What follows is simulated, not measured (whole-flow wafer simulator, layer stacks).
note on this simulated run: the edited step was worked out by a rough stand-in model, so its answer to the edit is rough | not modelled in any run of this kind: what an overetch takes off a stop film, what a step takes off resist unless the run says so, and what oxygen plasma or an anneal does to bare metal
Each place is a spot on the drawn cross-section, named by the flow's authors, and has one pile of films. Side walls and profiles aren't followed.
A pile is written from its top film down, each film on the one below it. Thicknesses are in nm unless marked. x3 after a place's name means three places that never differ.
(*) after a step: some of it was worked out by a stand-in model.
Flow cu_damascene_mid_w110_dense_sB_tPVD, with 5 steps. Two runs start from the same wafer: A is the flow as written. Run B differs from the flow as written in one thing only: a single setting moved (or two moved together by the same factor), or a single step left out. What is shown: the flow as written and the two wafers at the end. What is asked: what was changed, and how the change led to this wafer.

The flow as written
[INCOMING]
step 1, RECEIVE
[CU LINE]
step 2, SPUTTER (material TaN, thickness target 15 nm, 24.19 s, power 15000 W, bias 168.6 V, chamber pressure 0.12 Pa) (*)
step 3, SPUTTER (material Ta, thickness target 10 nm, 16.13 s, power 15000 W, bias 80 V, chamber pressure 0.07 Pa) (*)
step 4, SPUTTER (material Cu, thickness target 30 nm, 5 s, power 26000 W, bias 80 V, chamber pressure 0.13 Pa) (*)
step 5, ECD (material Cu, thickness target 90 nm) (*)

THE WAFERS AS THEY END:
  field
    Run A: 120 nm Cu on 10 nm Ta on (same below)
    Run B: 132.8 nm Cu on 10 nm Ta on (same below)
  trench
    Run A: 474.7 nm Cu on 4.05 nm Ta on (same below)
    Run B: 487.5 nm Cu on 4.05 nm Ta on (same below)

The reason: step 4, SPUTTER: thickness target 42.8 nm was run, while the flow as written has thickness target 30 nm; step 4, SPUTTER: 7.12 s was run, where the flow has 5 s.

How this came from the change, step by step:
  step 4, SPUTTER (material Cu, thickness target 30 nm, 5 s, power 26000 W, bias 80 V, chamber pressure 0.13 Pa) (*)
      field: A Cu gains 30 (new film) | B Cu gains 42.8 (new film)
      trench: A Cu gains 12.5 (new film) | B Cu gains 17.8 (new film)
